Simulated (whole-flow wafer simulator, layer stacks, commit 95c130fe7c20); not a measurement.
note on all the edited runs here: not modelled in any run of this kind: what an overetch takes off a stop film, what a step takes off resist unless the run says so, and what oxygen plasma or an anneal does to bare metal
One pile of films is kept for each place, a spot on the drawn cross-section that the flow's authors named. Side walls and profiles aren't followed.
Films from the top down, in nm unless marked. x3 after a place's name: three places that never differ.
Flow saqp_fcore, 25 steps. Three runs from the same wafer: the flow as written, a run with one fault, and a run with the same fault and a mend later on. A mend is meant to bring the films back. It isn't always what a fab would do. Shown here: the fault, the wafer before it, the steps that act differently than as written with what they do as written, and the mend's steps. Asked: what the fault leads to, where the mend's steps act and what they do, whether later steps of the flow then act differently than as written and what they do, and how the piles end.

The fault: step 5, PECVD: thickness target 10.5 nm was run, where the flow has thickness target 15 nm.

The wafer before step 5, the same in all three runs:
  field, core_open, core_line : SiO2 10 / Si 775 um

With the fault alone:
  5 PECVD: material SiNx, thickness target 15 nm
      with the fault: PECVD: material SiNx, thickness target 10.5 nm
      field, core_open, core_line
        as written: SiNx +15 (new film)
        with the fault: SiNx +10.5 (new film)
  No later step of the flow acts differently than as written at any place that is followed.
  At the end the piles differ from the flow's by more than 2% or 0.5 nm, whichever is larger, at field, core_open, core_line.
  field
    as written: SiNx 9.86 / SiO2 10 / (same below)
    with the fault: SiNx 5.36 / SiO2 10 / (same below)
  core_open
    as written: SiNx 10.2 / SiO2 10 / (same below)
    with the fault: SiNx 5.68 / SiO2 10 / (same below)
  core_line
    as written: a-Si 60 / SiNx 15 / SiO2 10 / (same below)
    with the fault: a-Si 60 / SiNx 10.5 / SiO2 10 / (same below)

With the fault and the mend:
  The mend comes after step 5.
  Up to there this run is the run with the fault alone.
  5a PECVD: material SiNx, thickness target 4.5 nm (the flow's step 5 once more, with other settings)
      field, core_open, core_line
        SiNx +4.5
  No later step of the flow acts differently than as written at any place that is followed.
  At the end the piles are the same as the flow's at every place that both follow.
